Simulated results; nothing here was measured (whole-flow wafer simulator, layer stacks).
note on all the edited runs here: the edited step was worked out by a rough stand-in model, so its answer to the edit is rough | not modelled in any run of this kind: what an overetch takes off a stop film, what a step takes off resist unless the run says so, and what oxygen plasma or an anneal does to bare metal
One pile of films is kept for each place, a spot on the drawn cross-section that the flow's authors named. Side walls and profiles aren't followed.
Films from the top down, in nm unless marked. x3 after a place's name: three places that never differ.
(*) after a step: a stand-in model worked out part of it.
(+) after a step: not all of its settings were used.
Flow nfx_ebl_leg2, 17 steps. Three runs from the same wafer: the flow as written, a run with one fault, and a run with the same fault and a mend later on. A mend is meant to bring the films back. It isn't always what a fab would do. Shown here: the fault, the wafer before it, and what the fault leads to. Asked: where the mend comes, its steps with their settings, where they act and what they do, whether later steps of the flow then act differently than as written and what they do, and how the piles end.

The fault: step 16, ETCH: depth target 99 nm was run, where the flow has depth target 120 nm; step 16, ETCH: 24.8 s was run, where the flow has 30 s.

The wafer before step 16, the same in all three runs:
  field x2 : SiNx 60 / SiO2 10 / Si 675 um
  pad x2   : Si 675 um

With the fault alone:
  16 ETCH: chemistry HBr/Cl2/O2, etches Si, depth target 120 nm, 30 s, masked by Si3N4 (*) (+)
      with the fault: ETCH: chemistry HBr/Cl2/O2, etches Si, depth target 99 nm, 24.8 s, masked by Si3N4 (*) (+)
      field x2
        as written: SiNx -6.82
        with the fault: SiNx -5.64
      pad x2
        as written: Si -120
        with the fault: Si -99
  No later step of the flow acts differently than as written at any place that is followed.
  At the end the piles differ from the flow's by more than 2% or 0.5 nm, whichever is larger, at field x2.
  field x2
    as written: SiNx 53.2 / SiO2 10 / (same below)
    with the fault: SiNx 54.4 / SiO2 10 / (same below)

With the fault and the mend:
  The mend comes after step 17.
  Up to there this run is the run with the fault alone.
  17a ETCH: chemistry HBr/Cl2/O2, etches Si, depth target 21 nm, 5.25 s, masked by Si3N4 (*) (+) (the flow's step 16 once more, with other settings)
      field x2
        SiNx -1.19
      pad x2
        Si -21
  No later step of the flow acts differently than as written at any place that is followed.
  At the end the piles are the same as the flow's at every place that both follow.
